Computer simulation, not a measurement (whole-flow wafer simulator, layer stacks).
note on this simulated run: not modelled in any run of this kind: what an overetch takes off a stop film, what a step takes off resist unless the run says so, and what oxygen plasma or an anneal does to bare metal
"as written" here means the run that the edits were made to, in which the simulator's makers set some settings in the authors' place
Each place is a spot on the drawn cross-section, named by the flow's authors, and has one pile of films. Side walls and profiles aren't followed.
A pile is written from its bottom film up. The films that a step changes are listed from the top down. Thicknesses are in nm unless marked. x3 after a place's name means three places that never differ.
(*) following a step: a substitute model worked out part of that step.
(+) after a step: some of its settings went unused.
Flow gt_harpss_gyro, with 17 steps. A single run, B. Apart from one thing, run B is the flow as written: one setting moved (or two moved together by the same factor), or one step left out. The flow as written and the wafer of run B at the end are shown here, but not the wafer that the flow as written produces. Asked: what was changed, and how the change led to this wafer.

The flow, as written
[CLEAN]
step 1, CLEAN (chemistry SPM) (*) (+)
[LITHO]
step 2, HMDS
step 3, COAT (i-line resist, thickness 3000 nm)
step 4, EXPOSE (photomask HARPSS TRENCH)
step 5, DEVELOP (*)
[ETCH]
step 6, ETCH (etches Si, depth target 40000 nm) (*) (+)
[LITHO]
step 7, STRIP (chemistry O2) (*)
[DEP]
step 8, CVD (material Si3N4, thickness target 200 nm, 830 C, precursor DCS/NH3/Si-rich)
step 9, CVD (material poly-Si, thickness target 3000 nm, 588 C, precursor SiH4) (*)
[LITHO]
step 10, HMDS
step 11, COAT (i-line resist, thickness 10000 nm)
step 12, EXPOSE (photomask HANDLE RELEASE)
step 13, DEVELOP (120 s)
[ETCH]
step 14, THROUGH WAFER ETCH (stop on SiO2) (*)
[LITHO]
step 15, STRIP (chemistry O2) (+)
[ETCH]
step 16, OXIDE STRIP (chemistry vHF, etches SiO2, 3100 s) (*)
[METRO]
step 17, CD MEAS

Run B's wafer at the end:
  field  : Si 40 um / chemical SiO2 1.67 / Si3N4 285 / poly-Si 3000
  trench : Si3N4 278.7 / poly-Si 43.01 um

What caused this: step 8, CVD: thickness target 285 nm was run, whereas the flow has thickness target 200 nm.
One can read it off the wafer: field has Si3N4 285, and step 8 as written asks for 200 nm.

The path from the change to this, step by step:
  step 8, CVD (material Si3N4, thickness target 200 nm, 830 C, precursor DCS/NH3/Si-rich)
      field: Si3N4 gains 285 (new film) (as written it would have been: Si3N4 gains 200 (new film))
      trench: Si3N4 gains 278.7 (new film) (as written it would have been: Si3N4 gains 195.9 (new film))
